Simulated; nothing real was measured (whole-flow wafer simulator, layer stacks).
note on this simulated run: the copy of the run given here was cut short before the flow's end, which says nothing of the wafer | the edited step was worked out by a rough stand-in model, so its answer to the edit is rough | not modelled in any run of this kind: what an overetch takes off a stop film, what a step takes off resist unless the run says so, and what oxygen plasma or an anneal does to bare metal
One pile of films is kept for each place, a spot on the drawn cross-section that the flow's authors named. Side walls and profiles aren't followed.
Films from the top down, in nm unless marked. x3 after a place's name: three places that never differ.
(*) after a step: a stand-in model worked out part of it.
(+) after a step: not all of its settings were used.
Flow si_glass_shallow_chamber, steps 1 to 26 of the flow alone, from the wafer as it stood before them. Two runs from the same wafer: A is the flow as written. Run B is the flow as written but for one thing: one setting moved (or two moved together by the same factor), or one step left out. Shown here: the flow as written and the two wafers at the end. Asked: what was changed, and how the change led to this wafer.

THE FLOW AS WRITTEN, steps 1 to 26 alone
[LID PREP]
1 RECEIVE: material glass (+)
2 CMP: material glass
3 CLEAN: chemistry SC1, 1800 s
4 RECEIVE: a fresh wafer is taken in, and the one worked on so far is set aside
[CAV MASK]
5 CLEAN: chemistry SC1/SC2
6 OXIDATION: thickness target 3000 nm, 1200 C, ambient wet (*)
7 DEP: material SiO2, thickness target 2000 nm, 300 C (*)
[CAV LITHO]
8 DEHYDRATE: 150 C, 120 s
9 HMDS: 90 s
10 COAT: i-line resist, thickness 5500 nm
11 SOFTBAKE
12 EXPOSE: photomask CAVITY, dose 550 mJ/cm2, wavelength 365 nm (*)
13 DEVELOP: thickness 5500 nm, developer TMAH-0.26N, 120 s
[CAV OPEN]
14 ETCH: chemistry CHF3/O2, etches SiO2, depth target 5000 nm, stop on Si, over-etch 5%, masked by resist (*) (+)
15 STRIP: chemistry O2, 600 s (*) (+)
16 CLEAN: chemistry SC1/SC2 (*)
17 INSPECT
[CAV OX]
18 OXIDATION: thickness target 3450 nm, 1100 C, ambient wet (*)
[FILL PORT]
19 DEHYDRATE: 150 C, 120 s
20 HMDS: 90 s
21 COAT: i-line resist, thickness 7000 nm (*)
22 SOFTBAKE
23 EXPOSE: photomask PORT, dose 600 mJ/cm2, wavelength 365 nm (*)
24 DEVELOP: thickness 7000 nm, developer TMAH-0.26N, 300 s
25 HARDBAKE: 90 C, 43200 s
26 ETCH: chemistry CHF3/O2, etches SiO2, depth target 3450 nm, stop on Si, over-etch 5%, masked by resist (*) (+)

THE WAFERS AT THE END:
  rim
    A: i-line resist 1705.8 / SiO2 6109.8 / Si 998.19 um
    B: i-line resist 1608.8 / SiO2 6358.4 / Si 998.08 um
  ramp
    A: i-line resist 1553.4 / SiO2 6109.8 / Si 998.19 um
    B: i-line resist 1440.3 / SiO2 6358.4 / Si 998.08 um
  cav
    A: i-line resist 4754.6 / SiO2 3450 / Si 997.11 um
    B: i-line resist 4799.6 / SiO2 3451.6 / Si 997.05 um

The cause: step 6, OXIDATION: thickness target 3300 nm was run, where the flow has thickness target 3000 nm.

How the change led to this, step by step:
  6 OXIDATION: thickness target 3000 nm, 1200 C, ambient wet (*)
      rim, ramp, cav, port, septum, ring: A SiO2 +3000 (new film), chemical SiO2 -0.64 (all of it), Si -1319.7 | B SiO2 +3300 (new film), chemical SiO2 -0.64 (all of it), Si -1451.7
  14 ETCH: chemistry CHF3/O2, etches SiO2, depth target 5000 nm, stop on Si, over-etch 5%, masked by resist (*) (+)
      cav, port: A SiO2 -5000 (all of it), Si -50 | B SiO2 -5250
  15 STRIP: chemistry O2, 600 s (*) (+)
      cav, port: A chemical SiO2 +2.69 (new film), Si -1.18 | B nothing
  18 OXIDATION: thickness target 3450 nm, 1100 C, ambient wet (*)
      cav, port: A SiO2 +3450 (new film), chemical SiO2 -2.69 (all of it), Si -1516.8 | B SiO2 +3401.6, Si -1496.7
      rim, ramp, septum, ring: A SiO2 +1109.8, Si -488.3 | B SiO2 +1058.4, Si -465.7
  22 SOFTBAKE
      rim: A i-line resist -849 | B i-line resist -881.5
      ramp: A i-line resist -434.5 | B i-line resist -457.7
      (and at 3 more places)
  25 HARDBAKE: 90 C, 43200 s
      rim: A i-line resist -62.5 | B i-line resist -59
      ramp: A i-line resist -57.1 | B i-line resist -53.2
